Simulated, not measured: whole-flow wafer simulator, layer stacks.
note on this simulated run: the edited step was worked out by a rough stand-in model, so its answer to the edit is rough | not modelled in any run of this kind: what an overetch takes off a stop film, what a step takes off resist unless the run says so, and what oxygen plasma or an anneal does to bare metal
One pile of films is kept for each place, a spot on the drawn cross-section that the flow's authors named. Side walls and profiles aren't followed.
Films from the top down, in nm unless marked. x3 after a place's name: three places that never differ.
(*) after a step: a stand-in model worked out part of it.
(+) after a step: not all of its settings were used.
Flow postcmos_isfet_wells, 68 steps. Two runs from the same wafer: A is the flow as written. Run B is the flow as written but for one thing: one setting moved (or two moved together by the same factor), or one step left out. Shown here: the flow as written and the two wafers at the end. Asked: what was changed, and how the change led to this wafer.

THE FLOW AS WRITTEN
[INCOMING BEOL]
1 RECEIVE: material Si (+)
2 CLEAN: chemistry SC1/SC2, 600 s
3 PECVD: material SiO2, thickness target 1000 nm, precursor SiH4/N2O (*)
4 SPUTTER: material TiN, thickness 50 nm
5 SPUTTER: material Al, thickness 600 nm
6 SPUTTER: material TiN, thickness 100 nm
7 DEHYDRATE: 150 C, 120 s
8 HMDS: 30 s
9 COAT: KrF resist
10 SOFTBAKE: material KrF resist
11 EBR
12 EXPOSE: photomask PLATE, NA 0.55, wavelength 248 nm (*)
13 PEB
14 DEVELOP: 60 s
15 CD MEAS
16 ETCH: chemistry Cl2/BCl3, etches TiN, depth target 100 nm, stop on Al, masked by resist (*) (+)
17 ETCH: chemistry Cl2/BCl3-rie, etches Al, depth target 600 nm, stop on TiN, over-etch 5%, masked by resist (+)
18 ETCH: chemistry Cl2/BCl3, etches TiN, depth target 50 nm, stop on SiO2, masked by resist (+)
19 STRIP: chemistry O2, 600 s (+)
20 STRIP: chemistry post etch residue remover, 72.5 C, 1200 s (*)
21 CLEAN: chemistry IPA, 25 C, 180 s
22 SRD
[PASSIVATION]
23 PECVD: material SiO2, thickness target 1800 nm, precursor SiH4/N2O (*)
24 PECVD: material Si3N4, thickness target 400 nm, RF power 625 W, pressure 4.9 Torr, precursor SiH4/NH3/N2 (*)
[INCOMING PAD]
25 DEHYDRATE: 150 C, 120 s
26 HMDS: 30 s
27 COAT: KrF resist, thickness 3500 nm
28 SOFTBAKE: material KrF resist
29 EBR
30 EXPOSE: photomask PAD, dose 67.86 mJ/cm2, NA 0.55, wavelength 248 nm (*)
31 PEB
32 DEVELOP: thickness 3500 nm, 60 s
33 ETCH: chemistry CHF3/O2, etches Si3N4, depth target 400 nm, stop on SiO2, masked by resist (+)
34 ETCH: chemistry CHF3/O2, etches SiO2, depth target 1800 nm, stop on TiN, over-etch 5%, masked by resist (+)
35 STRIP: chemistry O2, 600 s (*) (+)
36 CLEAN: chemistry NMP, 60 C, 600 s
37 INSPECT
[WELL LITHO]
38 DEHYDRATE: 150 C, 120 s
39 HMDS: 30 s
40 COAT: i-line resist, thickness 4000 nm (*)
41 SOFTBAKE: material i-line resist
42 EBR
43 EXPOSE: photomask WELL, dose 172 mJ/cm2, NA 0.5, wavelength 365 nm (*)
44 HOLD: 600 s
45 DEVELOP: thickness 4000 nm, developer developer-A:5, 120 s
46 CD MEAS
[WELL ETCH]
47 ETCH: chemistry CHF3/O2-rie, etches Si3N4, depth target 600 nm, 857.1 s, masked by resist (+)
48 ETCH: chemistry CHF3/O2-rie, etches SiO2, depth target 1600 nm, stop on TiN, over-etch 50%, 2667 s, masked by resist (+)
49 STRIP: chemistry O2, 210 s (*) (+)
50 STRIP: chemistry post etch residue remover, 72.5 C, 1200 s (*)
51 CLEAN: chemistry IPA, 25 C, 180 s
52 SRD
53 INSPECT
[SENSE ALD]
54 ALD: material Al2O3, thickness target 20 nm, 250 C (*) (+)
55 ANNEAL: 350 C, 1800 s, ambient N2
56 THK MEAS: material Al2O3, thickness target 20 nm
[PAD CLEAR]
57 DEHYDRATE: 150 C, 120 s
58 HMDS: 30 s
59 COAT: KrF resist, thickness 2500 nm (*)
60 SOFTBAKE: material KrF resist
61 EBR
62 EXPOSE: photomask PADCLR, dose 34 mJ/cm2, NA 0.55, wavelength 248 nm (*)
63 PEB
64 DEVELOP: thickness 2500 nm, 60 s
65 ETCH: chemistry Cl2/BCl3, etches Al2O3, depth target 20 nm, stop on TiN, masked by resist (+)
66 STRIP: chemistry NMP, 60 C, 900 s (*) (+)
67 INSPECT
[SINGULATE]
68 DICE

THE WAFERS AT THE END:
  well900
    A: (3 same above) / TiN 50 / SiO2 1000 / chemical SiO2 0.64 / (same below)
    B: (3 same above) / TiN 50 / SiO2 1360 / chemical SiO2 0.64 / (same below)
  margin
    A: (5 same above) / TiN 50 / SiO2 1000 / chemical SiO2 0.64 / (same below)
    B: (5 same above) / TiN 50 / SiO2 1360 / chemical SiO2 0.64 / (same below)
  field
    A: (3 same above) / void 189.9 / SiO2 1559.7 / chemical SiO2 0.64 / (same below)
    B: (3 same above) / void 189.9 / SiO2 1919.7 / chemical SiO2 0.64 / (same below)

The cause: step 3, PECVD: thickness target 1360 nm was run, where the flow has thickness target 1000 nm.
It can be read off the wafer: well900 has SiO2 1360, and step 3 as written asks for 1000 nm.

How the change led to this, step by step:
  3 PECVD: material SiO2, thickness target 1000 nm, precursor SiH4/N2O (*)
      field, margin, well900, well1300 x3, pad_rim, pad_clr, pad_open: A SiO2 +1000 (new film) | B SiO2 +1360 (new film)
